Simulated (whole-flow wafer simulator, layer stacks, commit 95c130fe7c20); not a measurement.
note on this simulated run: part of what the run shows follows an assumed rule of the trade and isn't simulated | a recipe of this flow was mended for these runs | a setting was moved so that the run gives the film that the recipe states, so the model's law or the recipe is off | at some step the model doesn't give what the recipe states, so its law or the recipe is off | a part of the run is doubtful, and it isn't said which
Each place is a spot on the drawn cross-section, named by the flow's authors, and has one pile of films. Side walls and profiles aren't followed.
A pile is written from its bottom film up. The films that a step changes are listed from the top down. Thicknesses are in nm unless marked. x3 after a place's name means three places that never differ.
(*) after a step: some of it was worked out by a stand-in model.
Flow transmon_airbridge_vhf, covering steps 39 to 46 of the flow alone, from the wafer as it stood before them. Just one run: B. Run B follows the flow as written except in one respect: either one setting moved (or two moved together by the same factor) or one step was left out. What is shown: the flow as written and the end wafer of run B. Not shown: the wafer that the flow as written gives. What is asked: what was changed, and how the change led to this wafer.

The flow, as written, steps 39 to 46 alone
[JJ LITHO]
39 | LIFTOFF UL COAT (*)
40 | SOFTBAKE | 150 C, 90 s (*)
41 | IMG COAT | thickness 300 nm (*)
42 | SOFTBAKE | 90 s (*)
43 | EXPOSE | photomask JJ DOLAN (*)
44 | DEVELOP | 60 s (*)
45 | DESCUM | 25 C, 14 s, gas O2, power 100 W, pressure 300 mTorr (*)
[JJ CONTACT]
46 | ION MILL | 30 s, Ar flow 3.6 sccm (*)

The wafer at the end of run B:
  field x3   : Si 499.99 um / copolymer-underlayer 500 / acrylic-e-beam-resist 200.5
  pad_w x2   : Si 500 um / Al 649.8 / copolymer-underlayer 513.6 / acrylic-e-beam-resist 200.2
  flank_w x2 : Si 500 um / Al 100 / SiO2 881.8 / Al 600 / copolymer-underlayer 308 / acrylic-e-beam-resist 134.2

The reason: step 41, IMG COAT: thickness 228 nm was run, while the flow as written has thickness 300 nm; step 46, ION MILL: 22.8 s was run, where the flow has 30 s.

The path from the change to this, step by step:
  41 | IMG COAT | thickness 300 nm (*)
      field x3, jj_line, ground_far x3: acrylic-e-beam-resist gains 228 (new film) (it would be, as written: acrylic-e-beam-resist gains 300 (new film))
      pad_w x2: acrylic-e-beam-resist gains 227.7 (new film) (it would be, as written: acrylic-e-beam-resist gains 300.2 (new film))
      (as well as at 8 more places)
  44 | DEVELOP | 60 s (*)
      jj_line: acrylic-e-beam-resist loses 228 (all of it), copolymer-underlayer loses 500 (all of it) (it would be, as written: acrylic-e-beam-resist loses 300 (all of it), copolymer-underlayer loses 500 (all of it))
  46 | ION MILL | 30 s, Ar flow 3.6 sccm (*)
      field x3, ground_far x3, pad_w x2, flank_w x2, gap_w x2, cpw_trace, margin_s x2, bridge_strip: acrylic-e-beam-resist loses 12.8 (it would be, as written: acrylic-e-beam-resist loses 16.8)
      jj_line: Si loses 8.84 (it would be, as written: Si loses 11.6)
